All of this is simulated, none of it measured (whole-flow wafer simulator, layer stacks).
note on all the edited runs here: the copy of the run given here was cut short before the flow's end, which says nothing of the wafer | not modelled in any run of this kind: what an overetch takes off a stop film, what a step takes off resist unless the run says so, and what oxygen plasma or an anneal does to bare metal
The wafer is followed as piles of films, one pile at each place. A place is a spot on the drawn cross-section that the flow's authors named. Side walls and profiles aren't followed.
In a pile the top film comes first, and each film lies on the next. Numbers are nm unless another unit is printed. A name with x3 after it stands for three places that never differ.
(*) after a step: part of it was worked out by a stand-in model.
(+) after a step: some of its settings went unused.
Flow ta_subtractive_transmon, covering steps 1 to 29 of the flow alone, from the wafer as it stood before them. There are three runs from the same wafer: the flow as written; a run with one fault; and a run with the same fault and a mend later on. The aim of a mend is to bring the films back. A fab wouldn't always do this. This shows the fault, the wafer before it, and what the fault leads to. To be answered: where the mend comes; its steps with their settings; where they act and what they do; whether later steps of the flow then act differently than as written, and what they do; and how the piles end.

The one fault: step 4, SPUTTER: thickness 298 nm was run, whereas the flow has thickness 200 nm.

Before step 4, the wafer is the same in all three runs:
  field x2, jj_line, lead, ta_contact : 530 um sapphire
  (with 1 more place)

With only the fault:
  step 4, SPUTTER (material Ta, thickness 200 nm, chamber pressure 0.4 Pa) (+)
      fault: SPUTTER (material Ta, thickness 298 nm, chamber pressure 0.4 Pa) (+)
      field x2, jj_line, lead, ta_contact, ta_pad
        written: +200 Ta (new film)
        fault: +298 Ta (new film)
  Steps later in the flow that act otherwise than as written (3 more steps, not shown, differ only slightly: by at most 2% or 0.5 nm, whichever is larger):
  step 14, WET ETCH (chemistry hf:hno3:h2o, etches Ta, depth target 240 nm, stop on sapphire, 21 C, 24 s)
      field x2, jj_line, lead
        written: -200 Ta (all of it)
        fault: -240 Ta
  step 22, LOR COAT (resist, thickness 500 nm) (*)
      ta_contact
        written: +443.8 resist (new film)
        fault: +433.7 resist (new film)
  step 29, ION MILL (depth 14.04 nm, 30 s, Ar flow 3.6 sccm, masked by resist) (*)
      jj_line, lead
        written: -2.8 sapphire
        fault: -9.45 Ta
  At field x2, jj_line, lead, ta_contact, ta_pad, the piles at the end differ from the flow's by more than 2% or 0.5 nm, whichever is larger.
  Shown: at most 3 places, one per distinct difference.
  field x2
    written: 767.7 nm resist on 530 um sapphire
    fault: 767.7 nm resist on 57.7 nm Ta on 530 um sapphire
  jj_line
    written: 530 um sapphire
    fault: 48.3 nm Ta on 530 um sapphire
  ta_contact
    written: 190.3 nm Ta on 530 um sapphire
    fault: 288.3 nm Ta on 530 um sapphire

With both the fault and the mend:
  After step 5 comes the mend.
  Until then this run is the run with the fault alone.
  step 5a, WET ETCH (chemistry hf:hno3:h2o, etches Ta, depth target 343.2 nm, stop on sapphire, 21 C, 34.32 s)
      field x2, jj_line, lead, ta_contact, ta_pad
        -298 Ta (all of it)
  step 5b, SPUTTER (material Ta, thickness 200 nm, chamber pressure 0.4 Pa) (+) (a further turn of the flow's step 4)
      field x2, jj_line, lead, ta_contact, ta_pad
        +200 Ta (new film)
  Later steps of the flow that are run all act as written at every place that is followed.
  By the end, the piles equal the flow's at every place that both follow.
